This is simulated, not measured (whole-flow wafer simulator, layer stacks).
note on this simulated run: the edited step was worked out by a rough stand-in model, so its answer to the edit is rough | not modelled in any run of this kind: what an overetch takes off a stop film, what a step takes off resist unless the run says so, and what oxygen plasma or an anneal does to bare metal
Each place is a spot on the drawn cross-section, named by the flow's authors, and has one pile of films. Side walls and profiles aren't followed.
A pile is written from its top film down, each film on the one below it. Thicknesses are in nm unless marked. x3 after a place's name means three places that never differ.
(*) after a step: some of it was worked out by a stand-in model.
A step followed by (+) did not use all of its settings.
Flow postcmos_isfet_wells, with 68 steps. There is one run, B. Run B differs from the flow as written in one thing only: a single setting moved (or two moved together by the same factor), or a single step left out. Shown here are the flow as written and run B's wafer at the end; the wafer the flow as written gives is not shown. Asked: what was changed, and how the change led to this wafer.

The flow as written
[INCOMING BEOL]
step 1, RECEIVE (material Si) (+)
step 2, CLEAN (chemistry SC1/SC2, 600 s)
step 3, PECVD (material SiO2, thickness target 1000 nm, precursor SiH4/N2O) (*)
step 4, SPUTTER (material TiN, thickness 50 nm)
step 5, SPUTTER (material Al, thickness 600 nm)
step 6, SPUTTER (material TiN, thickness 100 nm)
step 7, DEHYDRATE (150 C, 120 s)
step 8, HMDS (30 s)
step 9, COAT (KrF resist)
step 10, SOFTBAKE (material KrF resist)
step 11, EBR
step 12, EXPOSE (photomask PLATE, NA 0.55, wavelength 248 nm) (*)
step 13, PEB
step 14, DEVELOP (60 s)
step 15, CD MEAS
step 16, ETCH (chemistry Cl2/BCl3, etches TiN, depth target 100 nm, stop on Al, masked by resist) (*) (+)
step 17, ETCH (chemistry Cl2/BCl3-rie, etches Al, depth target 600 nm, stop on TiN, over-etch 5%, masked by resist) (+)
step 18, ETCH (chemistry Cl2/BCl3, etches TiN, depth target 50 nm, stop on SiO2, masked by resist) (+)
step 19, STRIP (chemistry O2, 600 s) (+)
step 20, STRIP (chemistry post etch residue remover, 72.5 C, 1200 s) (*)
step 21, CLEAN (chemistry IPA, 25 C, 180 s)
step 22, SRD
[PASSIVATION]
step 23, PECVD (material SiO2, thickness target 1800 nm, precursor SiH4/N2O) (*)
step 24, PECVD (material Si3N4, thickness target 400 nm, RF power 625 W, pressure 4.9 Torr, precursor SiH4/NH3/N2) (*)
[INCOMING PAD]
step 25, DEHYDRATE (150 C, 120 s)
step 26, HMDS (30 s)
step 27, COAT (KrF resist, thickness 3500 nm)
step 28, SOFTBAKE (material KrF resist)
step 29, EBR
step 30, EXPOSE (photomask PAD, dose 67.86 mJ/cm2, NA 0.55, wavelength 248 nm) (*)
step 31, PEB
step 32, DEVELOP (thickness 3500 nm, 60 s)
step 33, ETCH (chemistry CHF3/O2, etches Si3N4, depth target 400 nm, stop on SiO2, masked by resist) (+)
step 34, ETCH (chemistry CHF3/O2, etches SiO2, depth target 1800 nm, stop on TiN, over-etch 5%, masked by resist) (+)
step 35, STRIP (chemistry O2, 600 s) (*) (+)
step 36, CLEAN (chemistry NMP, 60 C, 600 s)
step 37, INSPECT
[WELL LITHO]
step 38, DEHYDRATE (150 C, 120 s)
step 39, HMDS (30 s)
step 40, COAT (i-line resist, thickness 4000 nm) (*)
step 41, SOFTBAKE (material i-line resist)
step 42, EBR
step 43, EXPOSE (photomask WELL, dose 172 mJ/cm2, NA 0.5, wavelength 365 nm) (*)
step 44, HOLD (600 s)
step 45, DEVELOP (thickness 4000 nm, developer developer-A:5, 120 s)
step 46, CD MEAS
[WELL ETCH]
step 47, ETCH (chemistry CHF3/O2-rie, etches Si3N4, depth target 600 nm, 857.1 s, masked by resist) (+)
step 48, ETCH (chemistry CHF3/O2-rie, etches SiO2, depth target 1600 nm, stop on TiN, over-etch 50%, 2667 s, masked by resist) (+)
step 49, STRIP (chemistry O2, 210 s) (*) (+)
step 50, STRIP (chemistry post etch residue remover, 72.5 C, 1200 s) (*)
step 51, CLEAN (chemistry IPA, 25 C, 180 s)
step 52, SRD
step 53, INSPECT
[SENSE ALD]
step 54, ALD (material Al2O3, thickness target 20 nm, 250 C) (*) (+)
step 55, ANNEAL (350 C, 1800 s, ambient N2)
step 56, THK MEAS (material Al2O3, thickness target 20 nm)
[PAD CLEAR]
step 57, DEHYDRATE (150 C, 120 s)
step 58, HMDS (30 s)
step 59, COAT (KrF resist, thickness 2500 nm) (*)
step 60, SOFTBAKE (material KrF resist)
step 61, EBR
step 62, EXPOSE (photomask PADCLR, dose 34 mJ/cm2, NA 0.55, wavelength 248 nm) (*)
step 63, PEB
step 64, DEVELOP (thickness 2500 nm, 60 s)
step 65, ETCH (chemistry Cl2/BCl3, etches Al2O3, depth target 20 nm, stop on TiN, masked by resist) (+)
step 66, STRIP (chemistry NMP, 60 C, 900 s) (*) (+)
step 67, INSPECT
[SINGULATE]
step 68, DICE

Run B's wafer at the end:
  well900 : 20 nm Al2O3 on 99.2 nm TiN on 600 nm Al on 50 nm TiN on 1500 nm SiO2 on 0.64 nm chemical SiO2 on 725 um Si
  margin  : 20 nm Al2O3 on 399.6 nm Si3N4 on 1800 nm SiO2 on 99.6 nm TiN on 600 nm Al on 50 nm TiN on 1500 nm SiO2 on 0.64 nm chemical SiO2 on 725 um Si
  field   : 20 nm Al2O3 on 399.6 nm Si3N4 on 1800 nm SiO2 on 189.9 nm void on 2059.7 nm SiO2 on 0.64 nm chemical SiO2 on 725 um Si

The reason: step 3, PECVD: thickness target 1500 nm was run, while the flow as written has thickness target 1000 nm.
The wafer itself shows it: well900 has SiO2 1500, and step 3 as written asks for 1000 nm.

How this came from the change, step by step:
  step 3, PECVD (material SiO2, thickness target 1000 nm, precursor SiH4/N2O) (*)
      field, margin, well900, well1300 x3, pad_rim, pad_clr, pad_open: SiO2 gains 1500 (new film) (in the flow as written it would be: SiO2 gains 1000 (new film))
